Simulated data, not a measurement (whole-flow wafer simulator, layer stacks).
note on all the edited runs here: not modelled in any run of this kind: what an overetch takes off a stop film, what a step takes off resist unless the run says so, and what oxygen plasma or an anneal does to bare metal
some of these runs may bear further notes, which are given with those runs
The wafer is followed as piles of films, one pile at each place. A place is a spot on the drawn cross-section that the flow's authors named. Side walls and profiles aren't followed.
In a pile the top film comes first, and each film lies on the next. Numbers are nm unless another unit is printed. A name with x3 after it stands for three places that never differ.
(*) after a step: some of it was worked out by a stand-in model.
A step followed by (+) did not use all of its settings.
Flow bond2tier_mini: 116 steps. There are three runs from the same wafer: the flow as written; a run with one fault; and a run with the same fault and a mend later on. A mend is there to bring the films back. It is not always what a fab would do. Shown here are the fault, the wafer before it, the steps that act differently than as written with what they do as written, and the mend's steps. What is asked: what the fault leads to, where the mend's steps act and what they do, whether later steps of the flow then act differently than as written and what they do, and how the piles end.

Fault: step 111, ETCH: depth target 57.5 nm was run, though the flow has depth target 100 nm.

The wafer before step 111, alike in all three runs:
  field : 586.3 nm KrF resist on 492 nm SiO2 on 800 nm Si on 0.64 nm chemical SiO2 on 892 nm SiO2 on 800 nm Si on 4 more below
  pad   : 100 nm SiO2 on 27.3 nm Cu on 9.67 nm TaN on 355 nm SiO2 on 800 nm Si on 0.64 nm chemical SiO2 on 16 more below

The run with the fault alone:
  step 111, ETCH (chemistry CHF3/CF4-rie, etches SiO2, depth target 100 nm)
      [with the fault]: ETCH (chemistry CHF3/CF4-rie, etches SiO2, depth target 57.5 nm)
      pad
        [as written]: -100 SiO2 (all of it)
        [with the fault]: -57.5 SiO2
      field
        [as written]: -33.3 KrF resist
        [with the fault]: -19.2 KrF resist
  Steps further on in the flow that do not act as written (1 other step is not shown; it differs only slightly, by no more than 2% or 0.5 nm, whichever is larger):
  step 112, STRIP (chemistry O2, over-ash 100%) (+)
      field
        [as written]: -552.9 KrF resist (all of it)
        [with the fault]: -567.1 KrF resist (all of it)
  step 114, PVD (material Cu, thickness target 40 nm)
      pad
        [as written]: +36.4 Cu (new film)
        [with the fault]: +37.9 Cu (new film)
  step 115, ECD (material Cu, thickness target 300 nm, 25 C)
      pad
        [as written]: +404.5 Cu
        [with the fault]: +360.1 Cu
  The piles end different from the flow's at pad by more than 2% or 0.5 nm, whichever is larger.
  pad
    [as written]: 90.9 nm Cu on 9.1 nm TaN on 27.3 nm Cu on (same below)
    [with the fault]: 48 nm Cu on 9.48 nm TaN on 42.5 nm SiO2 on 27.3 nm Cu on (same below)

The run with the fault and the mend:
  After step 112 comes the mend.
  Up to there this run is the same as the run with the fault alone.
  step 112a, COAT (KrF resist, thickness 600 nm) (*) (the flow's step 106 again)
      field
        +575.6 KrF resist (new film)
      pad
        +625.4 KrF resist (new film)
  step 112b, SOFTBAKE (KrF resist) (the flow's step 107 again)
      leaves every film unchanged at each place that is followed
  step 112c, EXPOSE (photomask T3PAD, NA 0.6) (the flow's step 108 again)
      leaves every film unchanged at each place that is followed
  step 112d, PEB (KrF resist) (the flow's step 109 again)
      leaves every film unchanged at each place that is followed
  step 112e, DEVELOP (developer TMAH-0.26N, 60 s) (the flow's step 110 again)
      field
        -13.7 KrF resist
      pad
        -625.4 KrF resist (all of it)
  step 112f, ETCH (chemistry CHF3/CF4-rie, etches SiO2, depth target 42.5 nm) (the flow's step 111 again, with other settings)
      field
        -14.2 KrF resist
      pad
        -42.5 SiO2 (all of it)
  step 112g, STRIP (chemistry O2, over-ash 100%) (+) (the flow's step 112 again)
      field
        -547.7 KrF resist (all of it)
  Later steps of the flow that are run all act as written at every place that is followed.
  The piles end the same as the flow's at every place that both follow.
